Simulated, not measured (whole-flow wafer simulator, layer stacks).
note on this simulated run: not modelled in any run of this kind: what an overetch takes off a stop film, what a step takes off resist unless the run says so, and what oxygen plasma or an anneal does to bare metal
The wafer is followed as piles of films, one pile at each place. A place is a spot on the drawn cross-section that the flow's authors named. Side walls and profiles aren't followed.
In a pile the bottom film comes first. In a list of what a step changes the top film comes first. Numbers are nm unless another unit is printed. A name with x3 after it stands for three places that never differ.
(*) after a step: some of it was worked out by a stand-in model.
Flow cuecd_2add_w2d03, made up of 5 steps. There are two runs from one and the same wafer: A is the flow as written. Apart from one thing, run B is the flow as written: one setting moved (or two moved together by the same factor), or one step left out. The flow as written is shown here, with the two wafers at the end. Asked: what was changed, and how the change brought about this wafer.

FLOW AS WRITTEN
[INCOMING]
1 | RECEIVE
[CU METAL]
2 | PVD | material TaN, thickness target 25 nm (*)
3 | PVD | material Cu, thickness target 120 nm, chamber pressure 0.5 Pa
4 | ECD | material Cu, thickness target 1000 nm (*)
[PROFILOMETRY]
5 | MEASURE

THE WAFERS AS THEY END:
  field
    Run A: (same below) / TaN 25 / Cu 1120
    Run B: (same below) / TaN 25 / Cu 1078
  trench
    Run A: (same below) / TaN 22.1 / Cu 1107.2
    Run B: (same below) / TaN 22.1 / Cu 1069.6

The reason: step 3, PVD: thickness target 78 nm was run, whereas the flow has thickness target 120 nm.

Step by step, how the change led to this:
  3 | PVD | material Cu, thickness target 120 nm, chamber pressure 0.5 Pa
      field: A +120 Cu (new film) | B +78 Cu (new film)
      trench: A +107.2 Cu (new film) | B +69.6 Cu (new film)
